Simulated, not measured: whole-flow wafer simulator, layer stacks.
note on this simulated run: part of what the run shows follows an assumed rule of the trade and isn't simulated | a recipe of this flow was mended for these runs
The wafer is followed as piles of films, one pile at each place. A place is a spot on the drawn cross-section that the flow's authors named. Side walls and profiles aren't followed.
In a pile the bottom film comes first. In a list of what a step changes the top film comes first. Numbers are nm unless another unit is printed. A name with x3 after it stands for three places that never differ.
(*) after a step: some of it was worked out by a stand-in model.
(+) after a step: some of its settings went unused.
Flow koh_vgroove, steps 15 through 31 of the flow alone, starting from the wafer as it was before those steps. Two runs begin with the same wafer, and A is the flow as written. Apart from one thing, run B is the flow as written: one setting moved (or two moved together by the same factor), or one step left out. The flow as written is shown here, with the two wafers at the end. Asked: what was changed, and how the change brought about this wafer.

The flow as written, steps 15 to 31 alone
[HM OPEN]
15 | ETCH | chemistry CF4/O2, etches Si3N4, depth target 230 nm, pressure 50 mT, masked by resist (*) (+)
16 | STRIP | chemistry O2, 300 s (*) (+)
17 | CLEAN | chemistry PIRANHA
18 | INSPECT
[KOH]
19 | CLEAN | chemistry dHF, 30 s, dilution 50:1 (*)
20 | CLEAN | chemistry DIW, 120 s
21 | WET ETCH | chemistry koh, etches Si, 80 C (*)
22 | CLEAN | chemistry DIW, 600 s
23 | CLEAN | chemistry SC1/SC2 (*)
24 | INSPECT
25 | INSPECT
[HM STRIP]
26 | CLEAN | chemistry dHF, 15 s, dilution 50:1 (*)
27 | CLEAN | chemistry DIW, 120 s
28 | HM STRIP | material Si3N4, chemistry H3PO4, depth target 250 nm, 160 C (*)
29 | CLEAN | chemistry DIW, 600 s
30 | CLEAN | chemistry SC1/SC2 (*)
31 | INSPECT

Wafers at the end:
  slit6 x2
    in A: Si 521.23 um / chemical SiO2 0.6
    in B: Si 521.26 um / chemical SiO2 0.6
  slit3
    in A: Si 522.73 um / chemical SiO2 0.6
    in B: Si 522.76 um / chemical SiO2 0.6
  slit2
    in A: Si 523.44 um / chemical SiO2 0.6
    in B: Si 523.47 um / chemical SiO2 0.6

The reason: step 15, ETCH: depth target 199.8 nm was run, whereas the flow has depth target 230 nm.

How this came from the change, step by step:
  15 | ETCH | chemistry CF4/O2, etches Si3N4, depth target 230 nm, pressure 50 mT, masked by resist (*) (+)
      slit3, slit2, slit6 x2: A Si3N4 loses 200 (all of it), chemical SiO2 loses 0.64 (all of it), Si loses 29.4 | B Si3N4 loses 200 (all of it)
      field: A i-line-resist loses 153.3 | B i-line-resist loses 133.2
  16 | STRIP | chemistry O2, 300 s (*) (+)
      slit3, slit2, slit6 x2: A chemical SiO2 gains 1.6 (new film), Si loses 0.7 | B chemical SiO2 gains 0.97, Si loses 0.43
      field: A i-line-resist loses 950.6 (all of it) | B i-line-resist loses 970.7 (all of it)
